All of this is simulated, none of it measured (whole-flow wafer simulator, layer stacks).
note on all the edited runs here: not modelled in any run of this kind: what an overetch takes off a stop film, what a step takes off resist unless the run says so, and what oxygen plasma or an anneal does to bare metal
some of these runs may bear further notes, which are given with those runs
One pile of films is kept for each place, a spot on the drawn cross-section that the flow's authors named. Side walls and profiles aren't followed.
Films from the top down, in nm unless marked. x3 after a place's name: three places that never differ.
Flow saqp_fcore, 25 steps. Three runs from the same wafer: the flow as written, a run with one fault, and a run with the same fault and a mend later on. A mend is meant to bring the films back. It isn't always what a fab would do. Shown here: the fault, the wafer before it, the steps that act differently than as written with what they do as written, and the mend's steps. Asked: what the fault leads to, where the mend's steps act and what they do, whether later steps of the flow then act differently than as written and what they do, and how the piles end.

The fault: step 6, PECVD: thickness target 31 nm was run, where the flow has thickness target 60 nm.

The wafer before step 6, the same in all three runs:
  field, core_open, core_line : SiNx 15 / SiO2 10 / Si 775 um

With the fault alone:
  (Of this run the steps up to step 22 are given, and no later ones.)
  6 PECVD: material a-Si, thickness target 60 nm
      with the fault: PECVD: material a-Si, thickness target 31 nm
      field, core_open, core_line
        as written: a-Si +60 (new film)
        with the fault: a-Si +31 (new film)
  No later step of the flow up to step 22 acts differently than as written at any place that is followed.
  After step 22 the piles differ from the flow's by more than 2% or 0.5 nm, whichever is larger, at field, core_open, core_line.
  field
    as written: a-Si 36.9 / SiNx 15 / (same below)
    with the fault: a-Si 7.87 / SiNx 15 / (same below)
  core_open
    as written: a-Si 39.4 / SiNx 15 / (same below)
    with the fault: a-Si 10.4 / SiNx 15 / (same below)
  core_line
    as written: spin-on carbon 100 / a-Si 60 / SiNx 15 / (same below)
    with the fault: spin-on carbon 100 / a-Si 31 / SiNx 15 / (same below)

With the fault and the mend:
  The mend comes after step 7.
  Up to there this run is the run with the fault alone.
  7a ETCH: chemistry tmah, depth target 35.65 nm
      field, core_open, core_line
        a-Si -31 (all of it)
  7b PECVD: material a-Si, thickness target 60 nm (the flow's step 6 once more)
      field, core_open, core_line
        a-Si +60 (new film)
  No later step of the flow acts differently than as written at any place that is followed.
  At the end the piles are the same as the flow's at every place that both follow.
